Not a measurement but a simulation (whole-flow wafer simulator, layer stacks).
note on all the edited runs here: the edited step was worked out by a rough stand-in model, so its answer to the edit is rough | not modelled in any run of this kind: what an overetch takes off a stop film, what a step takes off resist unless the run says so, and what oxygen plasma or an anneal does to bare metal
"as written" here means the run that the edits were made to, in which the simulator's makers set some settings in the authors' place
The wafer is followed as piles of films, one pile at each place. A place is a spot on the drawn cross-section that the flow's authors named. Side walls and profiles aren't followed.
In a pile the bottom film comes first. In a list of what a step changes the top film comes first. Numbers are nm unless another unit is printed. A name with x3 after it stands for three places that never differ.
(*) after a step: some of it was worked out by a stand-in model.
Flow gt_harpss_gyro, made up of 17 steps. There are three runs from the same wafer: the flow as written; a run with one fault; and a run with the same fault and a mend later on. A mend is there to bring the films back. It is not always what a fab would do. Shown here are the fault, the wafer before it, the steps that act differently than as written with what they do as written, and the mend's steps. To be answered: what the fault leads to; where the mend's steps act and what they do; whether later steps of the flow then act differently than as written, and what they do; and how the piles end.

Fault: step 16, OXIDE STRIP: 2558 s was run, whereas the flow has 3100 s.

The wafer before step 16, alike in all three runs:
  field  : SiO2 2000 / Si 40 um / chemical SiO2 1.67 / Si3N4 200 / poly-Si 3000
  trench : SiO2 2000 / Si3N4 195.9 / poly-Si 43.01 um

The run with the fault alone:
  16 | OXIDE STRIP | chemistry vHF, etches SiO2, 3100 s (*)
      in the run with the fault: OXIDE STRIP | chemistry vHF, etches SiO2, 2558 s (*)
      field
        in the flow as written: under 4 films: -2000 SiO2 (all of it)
        in the run with the fault: under 4 films: -1985.4 SiO2
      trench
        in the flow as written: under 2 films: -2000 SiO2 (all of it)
        in the run with the fault: under 2 films: -1985.4 SiO2
  None of the later steps of the flow acts differently than as written at any place that is followed.
  The piles end different from the flow's at field, trench by more than 2% or 0.5 nm, whichever is larger.
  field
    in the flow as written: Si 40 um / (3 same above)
    in the run with the fault: SiO2 14.6 / Si 40 um / (3 same above)
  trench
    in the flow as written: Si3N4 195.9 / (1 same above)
    in the run with the fault: SiO2 14.6 / Si3N4 195.9 / (1 same above)

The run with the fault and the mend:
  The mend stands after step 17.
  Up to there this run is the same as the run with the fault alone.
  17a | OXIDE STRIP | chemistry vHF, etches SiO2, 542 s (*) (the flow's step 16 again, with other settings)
      field
        under 4 films: -14.6 SiO2 (all of it)
      trench
        under 2 films: -14.6 SiO2 (all of it)
  None of the later steps of the flow acts differently than as written at any place that is followed.
  The piles end the same as the flow's at every place that both follow.
